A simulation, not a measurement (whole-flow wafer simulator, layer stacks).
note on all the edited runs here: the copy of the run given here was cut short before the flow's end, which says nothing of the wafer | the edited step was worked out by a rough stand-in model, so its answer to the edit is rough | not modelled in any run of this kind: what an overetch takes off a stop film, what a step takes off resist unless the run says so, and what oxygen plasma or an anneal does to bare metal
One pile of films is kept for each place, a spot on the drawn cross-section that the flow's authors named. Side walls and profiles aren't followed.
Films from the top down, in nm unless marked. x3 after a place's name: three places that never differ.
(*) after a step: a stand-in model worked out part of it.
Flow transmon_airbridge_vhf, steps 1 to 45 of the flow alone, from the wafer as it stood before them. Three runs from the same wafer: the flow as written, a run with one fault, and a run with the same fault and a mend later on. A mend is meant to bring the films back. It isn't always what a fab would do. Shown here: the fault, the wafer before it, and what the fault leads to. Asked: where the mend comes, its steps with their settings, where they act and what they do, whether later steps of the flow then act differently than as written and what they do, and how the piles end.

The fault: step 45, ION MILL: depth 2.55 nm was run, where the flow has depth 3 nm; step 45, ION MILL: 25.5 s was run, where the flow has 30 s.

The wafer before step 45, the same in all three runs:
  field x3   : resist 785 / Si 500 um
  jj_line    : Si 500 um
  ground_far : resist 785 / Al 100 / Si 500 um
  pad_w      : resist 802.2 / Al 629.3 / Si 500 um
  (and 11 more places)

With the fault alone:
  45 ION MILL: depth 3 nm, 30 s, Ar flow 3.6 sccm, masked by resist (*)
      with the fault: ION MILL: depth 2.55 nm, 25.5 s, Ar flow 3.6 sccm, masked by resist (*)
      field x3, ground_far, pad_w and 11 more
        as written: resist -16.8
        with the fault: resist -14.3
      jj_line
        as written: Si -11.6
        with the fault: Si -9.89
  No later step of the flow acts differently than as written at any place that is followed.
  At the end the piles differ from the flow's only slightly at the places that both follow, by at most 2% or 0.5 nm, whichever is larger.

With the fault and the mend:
  The mend comes after step 45.
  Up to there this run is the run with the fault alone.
  45a ION MILL: depth 0.45 nm, 4.5 s, Ar flow 3.6 sccm, masked by resist (*) (the flow's step 45 once more, with other settings)
      field x3, ground_far, pad_w and 11 more
        resist -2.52
      jj_line
        Si -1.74
  No later step of the flow acts differently than as written at any place that is followed.
  At the end the piles are the same as the flow's at every place that both follow.
